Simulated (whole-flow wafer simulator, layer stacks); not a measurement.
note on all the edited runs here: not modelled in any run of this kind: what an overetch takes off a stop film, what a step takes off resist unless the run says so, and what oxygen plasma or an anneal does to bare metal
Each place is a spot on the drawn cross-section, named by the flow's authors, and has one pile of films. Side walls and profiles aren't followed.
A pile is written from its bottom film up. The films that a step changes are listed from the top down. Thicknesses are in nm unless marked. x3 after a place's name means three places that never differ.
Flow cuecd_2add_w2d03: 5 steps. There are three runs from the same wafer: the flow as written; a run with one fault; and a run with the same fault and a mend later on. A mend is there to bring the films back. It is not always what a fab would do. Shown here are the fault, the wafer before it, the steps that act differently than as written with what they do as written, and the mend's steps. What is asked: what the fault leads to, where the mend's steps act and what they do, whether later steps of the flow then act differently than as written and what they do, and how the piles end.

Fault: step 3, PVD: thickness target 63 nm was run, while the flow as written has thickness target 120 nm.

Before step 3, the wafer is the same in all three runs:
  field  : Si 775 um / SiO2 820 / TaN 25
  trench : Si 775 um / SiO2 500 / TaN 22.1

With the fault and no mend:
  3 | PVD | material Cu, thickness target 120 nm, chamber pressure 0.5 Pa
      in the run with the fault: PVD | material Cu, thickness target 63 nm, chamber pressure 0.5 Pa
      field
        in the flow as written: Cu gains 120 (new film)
        in the run with the fault: Cu gains 63 (new film)
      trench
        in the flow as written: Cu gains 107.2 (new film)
        in the run with the fault: Cu gains 56.2 (new film)
  Later steps of the flow that are run all act as written at every place that is followed.
  The piles end different from the flow's at field, trench by more than 2% or 0.5 nm, whichever is larger.
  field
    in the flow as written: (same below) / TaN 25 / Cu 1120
    in the run with the fault: (same below) / TaN 25 / Cu 1063
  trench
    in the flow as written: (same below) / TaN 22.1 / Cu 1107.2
    in the run with the fault: (same below) / TaN 22.1 / Cu 1056.2

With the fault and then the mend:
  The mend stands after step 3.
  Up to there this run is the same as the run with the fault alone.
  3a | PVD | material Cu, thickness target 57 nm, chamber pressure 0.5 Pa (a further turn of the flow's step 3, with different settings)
      field
        Cu gains 57
      trench
        Cu gains 50.5
  Later steps of the flow that are run all act as written at every place that is followed.
  When the end is reached, the piles differ only a little from the flow's at the places that both follow, at most by 2% or 0.5 nm, whichever is larger.
